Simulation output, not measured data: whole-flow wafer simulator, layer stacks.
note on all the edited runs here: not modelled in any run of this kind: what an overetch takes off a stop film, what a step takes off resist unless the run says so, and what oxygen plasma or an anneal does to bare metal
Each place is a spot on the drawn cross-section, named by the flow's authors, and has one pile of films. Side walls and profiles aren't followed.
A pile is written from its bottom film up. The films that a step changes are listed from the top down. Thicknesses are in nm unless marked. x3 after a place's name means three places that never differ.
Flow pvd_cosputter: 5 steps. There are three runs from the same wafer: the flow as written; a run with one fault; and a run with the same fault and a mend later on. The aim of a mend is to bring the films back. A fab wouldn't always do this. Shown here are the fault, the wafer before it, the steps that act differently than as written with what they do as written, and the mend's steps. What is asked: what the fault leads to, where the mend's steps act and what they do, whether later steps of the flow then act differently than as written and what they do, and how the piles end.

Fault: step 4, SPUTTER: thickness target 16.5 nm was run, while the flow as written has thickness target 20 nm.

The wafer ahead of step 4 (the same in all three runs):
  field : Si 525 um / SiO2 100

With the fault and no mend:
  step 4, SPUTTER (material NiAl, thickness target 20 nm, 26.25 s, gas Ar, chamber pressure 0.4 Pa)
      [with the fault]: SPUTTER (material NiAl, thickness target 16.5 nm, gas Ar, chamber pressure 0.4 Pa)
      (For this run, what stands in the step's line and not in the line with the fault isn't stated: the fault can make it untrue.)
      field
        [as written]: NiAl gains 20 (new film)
        [with the fault]: NiAl gains 16.5 (new film)
  Later steps of the flow that are run all act as written at every place that is followed.
  By the end, the piles at field depart from the flow's by more than 2% or 0.5 nm, whichever is larger.
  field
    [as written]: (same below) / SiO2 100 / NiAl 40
    [with the fault]: (same below) / SiO2 100 / NiAl 36.5

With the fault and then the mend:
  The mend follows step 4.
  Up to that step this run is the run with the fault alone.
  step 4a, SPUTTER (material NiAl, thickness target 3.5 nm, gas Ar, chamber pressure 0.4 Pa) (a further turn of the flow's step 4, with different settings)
      field
        NiAl gains 3.5
  Later steps of the flow that are run all act as written at every place that is followed.
  By the end, the piles equal the flow's at every place that both follow.
